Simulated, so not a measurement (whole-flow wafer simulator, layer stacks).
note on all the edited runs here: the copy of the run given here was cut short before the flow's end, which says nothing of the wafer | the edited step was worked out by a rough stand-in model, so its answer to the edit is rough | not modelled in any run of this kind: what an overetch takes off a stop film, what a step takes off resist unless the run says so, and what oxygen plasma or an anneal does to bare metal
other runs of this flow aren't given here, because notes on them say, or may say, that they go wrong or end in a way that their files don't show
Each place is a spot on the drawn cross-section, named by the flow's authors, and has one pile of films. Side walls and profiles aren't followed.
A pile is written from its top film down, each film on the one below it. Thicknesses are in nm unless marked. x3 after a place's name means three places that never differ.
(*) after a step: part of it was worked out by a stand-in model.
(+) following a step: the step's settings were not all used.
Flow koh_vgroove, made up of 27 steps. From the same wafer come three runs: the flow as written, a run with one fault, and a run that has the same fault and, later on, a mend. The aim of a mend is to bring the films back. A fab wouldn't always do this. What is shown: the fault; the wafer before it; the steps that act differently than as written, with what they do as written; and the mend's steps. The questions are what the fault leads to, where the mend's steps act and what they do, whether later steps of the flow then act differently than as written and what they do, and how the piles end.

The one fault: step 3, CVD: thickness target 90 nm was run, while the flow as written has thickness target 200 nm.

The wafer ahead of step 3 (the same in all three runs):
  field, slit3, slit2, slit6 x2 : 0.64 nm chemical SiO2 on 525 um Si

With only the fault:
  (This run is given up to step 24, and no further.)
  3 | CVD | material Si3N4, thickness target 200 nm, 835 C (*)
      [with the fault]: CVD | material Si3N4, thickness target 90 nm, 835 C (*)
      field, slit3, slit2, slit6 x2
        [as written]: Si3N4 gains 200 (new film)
        [with the fault]: Si3N4 gains 90 (new film)
  Later steps of the flow acting differently than as written:
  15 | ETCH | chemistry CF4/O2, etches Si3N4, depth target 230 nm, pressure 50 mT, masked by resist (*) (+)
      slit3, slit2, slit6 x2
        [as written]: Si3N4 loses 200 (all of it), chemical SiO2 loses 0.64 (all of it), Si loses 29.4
        [with the fault]: Si3N4 loses 90 (all of it), chemical SiO2 loses 0.64 (all of it), Si loses 139.4
  Once step 24 is done, the piles at field depart from the flow's by more than 2% or 0.5 nm, whichever is larger.
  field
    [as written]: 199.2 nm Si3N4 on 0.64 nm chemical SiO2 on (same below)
    [with the fault]: 89.2 nm Si3N4 on 0.64 nm chemical SiO2 on (same below)

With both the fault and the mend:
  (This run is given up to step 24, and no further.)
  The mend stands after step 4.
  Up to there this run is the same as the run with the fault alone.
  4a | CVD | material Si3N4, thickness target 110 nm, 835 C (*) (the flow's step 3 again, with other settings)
      field, slit3, slit2, slit6 x2
        Si3N4 gains 110
  Later steps of the flow up to step 24 that are run all act as written at every place that is followed.
  Once step 24 is done, the piles equal the flow's at every place that both follow.
